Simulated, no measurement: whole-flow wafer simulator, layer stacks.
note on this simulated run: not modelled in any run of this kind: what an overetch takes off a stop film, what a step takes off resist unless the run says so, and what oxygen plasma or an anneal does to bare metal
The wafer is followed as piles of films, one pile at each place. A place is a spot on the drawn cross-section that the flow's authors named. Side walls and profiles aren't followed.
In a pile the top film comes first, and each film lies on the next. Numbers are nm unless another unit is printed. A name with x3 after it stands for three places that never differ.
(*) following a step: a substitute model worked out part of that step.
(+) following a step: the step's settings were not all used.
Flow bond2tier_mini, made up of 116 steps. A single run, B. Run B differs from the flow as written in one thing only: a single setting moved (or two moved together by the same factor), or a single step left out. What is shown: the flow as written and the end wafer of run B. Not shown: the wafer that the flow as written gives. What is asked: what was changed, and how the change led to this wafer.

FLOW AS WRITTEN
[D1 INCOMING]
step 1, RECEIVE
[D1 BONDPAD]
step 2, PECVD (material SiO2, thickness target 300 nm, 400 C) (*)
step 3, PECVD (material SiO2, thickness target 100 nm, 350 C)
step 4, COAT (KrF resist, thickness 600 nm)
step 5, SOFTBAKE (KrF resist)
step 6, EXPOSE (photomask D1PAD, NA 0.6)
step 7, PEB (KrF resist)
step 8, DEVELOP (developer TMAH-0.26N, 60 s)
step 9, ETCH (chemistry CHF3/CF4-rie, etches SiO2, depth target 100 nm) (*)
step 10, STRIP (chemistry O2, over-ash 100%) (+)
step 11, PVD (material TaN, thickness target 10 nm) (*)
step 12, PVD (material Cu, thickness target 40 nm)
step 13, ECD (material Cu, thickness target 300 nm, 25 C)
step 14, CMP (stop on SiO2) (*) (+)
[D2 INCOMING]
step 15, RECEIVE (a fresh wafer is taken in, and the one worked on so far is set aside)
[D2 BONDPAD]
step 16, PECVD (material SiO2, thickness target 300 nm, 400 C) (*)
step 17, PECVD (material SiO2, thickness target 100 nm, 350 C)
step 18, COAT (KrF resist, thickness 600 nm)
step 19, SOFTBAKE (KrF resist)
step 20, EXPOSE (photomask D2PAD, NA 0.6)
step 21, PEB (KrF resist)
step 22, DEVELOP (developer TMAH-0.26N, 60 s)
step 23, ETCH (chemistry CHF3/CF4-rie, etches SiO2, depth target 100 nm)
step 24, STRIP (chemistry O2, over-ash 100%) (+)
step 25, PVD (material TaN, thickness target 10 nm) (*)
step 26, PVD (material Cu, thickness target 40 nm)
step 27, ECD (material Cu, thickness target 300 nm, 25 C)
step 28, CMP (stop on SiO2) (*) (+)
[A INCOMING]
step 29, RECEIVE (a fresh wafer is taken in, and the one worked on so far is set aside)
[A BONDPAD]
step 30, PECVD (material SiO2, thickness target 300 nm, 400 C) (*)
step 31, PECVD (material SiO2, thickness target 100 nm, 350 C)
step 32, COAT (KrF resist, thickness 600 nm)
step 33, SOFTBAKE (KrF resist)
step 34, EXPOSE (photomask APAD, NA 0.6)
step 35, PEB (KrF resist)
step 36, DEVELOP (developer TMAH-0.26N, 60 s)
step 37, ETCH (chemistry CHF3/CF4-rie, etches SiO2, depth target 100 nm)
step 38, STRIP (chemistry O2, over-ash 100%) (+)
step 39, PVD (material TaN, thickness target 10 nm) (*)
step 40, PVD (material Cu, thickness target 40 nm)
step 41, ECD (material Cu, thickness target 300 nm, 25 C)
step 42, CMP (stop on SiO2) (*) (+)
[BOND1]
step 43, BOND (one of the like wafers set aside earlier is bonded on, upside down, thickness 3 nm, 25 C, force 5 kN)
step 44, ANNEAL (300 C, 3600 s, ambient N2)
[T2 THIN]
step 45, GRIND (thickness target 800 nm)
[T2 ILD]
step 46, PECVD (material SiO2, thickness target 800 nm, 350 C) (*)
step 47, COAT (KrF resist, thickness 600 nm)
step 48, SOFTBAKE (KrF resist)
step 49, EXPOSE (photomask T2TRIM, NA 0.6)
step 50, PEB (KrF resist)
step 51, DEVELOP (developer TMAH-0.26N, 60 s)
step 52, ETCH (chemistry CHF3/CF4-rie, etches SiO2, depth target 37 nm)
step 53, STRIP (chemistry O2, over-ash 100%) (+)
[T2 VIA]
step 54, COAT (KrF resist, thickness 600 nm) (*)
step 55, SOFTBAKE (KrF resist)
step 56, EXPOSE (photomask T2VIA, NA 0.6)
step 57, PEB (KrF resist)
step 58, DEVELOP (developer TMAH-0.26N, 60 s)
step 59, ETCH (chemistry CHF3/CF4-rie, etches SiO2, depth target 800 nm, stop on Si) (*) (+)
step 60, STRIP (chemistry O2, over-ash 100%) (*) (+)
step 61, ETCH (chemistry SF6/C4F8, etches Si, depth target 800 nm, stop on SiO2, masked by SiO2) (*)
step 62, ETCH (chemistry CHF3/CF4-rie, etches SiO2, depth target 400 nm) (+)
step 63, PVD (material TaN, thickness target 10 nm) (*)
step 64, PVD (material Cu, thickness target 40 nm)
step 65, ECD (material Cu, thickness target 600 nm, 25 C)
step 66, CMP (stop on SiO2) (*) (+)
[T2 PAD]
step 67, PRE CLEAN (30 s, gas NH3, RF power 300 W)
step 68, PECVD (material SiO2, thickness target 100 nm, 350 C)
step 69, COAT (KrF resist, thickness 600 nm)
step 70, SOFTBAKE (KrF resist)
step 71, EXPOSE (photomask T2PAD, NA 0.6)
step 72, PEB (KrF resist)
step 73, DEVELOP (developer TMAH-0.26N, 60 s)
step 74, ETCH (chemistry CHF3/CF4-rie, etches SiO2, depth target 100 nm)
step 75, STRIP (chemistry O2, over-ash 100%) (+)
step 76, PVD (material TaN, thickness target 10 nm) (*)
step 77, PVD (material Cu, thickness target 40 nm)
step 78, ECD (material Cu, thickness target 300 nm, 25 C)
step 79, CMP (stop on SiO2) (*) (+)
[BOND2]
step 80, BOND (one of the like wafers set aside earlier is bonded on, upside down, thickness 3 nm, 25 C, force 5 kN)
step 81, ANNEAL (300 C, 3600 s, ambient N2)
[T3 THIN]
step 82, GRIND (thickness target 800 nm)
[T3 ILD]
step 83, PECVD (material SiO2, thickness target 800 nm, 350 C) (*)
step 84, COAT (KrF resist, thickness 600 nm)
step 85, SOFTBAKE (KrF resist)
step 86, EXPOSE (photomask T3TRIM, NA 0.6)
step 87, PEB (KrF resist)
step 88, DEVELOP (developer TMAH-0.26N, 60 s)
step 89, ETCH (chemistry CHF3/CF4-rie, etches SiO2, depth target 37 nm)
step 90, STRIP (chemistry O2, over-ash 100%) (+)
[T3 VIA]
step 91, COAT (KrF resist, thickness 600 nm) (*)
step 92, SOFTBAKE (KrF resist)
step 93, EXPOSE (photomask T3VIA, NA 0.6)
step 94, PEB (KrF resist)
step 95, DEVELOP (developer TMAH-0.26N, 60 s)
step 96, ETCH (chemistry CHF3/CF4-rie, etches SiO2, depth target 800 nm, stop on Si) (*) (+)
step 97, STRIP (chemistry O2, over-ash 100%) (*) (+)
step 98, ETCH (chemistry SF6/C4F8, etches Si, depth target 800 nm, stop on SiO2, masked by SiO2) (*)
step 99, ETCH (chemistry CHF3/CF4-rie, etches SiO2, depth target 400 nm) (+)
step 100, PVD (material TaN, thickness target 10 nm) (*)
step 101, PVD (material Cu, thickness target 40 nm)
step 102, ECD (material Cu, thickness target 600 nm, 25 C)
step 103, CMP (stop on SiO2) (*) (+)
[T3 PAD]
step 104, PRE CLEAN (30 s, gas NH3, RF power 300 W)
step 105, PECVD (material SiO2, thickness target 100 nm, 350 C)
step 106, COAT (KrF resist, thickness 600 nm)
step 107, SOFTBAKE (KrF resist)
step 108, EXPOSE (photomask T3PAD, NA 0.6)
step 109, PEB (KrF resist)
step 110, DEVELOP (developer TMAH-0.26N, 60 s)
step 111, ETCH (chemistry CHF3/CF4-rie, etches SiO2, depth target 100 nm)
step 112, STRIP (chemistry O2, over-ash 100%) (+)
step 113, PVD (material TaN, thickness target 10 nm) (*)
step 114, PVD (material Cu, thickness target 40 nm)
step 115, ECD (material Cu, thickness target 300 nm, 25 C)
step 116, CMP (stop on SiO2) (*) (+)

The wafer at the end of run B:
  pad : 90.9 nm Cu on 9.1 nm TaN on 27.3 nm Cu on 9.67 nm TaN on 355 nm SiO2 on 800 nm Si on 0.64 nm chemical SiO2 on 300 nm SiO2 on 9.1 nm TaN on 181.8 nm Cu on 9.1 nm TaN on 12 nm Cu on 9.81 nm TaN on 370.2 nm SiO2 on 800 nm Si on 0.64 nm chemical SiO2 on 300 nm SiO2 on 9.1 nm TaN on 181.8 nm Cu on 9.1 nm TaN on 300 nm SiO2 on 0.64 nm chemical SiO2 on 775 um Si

What caused this: step 52, ETCH: depth target 21.8 nm was run, while the flow as written has depth target 37 nm.

Step by step, how the change led to this:
  step 52, ETCH (chemistry CHF3/CF4-rie, etches SiO2, depth target 37 nm)
      pad, via: SiO2 loses 21.8 (it would be, as written: SiO2 loses 37)
      field: KrF resist loses 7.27 (it would be, as written: KrF resist loses 12.3)
  step 60, STRIP (chemistry O2, over-ash 100%) (*) (+)
      field: KrF resist loses 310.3 (all of it) (it would be, as written: KrF resist loses 303.9 (all of it))
      pad: KrF resist loses 329.2 (all of it) (it would be, as written: KrF resist loses 336 (all of it))
  step 65, ECD (material Cu, thickness target 600 nm, 25 C)
      pad: Cu gains 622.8 (it would be, as written: Cu gains 638.7)
